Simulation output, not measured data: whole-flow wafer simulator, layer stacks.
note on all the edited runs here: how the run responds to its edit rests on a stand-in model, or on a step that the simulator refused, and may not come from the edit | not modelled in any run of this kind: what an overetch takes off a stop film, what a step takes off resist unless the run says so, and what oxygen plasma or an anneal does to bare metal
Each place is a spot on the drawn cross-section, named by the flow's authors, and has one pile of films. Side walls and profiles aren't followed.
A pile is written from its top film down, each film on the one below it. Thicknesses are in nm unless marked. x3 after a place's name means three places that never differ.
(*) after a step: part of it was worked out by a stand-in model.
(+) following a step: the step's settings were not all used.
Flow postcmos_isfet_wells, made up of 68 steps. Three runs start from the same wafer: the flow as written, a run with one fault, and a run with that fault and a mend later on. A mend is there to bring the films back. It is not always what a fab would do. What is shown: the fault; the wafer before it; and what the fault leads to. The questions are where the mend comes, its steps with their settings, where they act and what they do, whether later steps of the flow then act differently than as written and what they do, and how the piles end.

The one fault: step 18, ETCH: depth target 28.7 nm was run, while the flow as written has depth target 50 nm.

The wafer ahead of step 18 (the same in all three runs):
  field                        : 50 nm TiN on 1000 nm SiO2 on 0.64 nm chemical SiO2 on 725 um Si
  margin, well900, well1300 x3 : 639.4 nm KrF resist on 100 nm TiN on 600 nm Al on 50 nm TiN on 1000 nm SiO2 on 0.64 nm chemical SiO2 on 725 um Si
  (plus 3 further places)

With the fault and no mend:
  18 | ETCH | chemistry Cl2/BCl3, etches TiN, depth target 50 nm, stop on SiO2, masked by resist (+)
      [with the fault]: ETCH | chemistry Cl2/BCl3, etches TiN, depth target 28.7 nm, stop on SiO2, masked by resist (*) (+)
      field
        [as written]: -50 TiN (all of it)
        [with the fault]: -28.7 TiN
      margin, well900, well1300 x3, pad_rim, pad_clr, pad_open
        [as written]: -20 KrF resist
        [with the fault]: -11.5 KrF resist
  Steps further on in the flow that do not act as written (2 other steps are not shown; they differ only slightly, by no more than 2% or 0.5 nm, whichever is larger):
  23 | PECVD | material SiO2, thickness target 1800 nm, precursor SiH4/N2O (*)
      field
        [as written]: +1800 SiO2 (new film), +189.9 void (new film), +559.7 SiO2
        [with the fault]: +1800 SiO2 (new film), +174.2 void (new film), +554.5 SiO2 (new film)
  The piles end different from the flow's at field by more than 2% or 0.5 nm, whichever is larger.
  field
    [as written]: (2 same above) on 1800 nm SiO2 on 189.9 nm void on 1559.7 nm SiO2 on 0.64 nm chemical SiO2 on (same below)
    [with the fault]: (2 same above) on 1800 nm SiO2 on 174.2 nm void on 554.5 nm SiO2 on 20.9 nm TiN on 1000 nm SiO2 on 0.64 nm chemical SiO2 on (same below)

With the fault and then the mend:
  The mend follows step 18.
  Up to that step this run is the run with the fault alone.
  18a | ETCH | chemistry Cl2/BCl3, etches TiN, depth target 21.3 nm, stop on SiO2, masked by resist (the flow's step 18, run once more with other settings)
      margin, well900, well1300 x3, pad_rim, pad_clr, pad_open
        -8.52 KrF resist
      field
        -21.3 TiN (all of it)
  None of the later steps of the flow acts differently than as written at any place that is followed.
  At every place that both follow, the piles at the end match the flow's.
